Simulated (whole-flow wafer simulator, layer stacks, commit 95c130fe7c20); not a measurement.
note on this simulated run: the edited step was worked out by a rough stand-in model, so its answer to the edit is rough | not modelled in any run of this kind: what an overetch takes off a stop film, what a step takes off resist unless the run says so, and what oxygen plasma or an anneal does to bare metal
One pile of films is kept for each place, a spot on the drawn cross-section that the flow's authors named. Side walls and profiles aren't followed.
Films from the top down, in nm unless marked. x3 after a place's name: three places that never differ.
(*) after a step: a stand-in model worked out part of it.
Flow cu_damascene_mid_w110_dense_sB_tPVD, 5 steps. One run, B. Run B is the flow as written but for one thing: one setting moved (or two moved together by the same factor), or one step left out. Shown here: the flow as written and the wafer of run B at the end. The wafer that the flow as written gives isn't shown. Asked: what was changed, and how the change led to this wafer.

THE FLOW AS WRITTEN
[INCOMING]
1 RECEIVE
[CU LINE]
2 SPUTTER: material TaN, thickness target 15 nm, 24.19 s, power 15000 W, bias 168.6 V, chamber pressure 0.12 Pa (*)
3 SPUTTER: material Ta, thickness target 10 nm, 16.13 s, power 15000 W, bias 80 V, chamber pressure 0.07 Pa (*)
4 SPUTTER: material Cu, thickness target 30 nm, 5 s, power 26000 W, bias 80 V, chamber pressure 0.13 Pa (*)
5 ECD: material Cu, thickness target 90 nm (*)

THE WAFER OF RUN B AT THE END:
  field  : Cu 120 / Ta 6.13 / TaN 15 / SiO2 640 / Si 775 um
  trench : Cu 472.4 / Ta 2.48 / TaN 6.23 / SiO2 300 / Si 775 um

The cause: step 3, SPUTTER: 9.88 s was run, where the flow has 16.13 s.

How the change led to this, step by step:
  3 SPUTTER: material Ta, thickness target 10 nm, 16.13 s, power 15000 W, bias 80 V, chamber pressure 0.07 Pa (*)
      field: Ta +6.13 (new film) (as written it would be: Ta +10 (new film))
      trench: Ta +2.48 (new film) (as written it would be: Ta +4.05 (new film))
